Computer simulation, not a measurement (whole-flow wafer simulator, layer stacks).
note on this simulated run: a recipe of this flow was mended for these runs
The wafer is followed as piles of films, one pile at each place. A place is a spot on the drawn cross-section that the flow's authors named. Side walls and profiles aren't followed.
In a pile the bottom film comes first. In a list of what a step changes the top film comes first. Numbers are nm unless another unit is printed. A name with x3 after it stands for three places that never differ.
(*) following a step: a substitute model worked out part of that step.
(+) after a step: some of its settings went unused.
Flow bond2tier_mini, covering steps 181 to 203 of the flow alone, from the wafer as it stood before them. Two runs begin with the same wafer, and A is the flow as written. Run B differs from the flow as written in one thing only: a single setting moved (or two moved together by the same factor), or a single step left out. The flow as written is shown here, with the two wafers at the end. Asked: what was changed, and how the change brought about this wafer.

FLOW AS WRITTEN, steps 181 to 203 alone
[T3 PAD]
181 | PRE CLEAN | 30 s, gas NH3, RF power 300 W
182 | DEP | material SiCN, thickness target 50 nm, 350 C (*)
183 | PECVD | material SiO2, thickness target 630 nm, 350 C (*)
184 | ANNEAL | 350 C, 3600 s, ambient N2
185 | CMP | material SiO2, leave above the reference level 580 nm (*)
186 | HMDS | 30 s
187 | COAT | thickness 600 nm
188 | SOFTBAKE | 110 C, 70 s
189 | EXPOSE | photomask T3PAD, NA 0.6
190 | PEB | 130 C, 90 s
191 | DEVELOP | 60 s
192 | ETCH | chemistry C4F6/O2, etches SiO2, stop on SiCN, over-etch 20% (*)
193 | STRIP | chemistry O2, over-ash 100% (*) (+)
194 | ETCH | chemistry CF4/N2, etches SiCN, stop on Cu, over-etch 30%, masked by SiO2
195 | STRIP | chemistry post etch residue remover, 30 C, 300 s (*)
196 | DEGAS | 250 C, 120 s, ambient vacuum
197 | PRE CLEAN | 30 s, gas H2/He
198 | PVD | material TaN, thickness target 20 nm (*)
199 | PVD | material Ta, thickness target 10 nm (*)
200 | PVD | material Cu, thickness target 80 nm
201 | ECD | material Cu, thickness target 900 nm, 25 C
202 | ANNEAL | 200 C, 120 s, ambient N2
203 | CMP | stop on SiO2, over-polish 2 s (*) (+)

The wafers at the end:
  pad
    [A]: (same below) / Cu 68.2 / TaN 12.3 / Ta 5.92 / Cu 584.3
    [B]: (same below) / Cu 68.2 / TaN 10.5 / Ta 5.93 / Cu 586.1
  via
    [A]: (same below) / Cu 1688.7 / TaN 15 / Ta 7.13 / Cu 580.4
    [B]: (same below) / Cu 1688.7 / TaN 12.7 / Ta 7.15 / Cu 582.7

What caused this: step 198, PVD: thickness target 17 nm was run, though the flow has thickness target 20 nm.

Step by step, how the change led to this:
  198 | PVD | material TaN, thickness target 20 nm (*)
      field: A TaN gains 20 (new film) | B TaN gains 17 (new film)
      pad: A TaN gains 12.3 (new film) | B TaN gains 10.5 (new film)
      (also at 1 further place)
  203 | CMP | stop on SiO2, over-polish 2 s (*) (+)
      field: A Cu loses 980 (all of it), Ta loses 10 (all of it), TaN loses 20 (all of it) | B Cu loses 980 (all of it), Ta loses 10 (all of it), TaN loses 17 (all of it)
